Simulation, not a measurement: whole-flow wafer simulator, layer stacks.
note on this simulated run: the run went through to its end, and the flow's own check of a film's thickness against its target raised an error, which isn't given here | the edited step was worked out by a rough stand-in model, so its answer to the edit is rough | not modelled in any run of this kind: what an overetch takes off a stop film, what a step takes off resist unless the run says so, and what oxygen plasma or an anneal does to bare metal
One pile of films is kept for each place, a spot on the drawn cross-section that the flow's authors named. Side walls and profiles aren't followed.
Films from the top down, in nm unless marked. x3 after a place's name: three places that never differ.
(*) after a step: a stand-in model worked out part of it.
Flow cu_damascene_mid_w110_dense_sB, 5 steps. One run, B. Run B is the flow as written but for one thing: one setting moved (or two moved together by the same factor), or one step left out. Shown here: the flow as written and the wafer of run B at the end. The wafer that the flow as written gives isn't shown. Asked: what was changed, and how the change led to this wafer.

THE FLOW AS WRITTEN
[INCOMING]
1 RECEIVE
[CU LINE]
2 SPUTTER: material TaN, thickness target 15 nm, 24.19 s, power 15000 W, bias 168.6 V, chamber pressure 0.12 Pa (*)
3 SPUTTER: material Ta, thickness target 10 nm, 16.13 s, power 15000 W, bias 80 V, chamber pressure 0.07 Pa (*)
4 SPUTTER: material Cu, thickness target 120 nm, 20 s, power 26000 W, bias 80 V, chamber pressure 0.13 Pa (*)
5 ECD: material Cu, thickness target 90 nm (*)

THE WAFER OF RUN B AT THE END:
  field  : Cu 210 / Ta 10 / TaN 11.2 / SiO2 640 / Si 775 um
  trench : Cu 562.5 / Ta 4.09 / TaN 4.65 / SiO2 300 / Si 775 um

The cause: step 2, SPUTTER: thickness target 11.2 nm was run, where the flow has thickness target 15 nm; step 2, SPUTTER: 18.14 s was run, where the flow has 24.19 s.
It can be read off the wafer: field has TaN 11.2, and step 2 as written asks for 15 nm.

How the change led to this, step by step:
  2 SPUTTER: material TaN, thickness target 15 nm, 24.19 s, power 15000 W, bias 168.6 V, chamber pressure 0.12 Pa (*)
      field: TaN +11.2 (new film) (as written it would be: TaN +15 (new film))
      trench: TaN +4.65 (new film) (as written it would be: TaN +6.23 (new film))
